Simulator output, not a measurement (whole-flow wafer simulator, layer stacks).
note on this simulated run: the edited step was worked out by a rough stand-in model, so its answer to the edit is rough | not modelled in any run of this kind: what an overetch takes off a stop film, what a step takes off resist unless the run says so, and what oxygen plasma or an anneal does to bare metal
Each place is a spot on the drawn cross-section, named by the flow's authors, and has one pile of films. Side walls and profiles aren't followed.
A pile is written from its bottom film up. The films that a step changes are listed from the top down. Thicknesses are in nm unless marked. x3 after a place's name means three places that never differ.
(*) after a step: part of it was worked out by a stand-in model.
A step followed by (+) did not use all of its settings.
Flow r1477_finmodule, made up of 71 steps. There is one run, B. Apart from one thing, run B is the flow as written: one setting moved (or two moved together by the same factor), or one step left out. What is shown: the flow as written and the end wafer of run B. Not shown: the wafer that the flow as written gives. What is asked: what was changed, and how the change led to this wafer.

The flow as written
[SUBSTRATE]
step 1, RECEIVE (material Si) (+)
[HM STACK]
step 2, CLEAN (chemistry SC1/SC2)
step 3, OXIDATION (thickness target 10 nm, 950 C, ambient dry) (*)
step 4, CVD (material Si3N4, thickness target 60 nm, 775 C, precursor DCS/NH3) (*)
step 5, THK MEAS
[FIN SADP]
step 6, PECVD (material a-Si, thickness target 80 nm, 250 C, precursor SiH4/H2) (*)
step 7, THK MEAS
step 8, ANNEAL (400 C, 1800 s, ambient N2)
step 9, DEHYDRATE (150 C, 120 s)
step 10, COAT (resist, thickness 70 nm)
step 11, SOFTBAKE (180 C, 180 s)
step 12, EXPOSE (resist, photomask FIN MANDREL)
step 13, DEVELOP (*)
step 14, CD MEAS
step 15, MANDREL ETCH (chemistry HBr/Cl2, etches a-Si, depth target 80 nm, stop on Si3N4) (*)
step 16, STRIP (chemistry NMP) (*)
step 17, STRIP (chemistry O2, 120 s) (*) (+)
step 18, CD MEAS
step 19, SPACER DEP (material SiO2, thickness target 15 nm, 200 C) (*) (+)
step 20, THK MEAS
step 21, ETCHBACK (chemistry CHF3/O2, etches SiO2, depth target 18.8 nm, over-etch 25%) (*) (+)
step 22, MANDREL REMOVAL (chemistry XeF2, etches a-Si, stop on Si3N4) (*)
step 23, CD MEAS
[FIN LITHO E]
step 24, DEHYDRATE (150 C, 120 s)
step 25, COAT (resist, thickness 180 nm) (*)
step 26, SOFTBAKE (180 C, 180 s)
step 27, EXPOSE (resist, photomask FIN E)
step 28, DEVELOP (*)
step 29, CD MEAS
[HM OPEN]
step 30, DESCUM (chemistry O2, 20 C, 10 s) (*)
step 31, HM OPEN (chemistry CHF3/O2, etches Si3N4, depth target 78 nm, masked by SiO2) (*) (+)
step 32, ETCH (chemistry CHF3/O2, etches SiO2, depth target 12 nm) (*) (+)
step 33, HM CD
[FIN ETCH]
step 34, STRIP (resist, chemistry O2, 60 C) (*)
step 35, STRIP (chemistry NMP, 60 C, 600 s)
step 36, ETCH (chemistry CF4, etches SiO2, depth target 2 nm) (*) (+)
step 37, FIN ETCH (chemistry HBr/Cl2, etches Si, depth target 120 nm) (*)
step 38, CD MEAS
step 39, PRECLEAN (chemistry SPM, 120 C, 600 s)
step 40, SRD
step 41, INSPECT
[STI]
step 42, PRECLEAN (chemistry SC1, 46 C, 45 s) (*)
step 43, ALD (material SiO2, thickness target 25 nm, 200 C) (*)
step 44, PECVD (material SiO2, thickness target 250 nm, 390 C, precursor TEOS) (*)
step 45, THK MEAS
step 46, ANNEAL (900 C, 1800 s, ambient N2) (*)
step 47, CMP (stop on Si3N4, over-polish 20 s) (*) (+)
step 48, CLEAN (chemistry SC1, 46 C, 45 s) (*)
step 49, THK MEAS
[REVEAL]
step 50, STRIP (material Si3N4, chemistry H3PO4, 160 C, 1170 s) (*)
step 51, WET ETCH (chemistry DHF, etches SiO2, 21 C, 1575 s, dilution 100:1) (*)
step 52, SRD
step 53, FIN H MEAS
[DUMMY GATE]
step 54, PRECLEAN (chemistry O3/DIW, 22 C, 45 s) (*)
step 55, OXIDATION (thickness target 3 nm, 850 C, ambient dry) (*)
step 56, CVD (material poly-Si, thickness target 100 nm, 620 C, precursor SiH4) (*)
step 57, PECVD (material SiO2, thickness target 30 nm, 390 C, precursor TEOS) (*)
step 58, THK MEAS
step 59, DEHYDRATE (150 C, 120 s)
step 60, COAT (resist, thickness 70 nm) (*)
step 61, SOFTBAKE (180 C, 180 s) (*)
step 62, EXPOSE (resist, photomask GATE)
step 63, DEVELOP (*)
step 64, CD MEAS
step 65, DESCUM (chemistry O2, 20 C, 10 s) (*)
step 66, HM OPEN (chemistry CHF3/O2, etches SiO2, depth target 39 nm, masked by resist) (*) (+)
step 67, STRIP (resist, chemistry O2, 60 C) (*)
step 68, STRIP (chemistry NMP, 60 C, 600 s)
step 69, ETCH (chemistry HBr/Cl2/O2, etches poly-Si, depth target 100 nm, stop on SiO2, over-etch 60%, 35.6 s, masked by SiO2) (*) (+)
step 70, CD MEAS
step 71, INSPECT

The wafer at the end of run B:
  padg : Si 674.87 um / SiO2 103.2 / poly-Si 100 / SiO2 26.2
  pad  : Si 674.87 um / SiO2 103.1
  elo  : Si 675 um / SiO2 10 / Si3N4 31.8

Cause: step 69, ETCH: depth target 72.5 nm was run, while the flow as written has depth target 100 nm; step 69, ETCH: 25.8 s was run, where the flow has 35.6 s.

How this came from the change, step by step:
  step 69, ETCH (chemistry HBr/Cl2/O2, etches poly-Si, depth target 100 nm, stop on SiO2, over-etch 60%, 35.6 s, masked by SiO2) (*) (+)
      padg, elg, esg and 15 more: SiO2 loses 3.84 (as written it would have been: SiO2 loses 5.3)
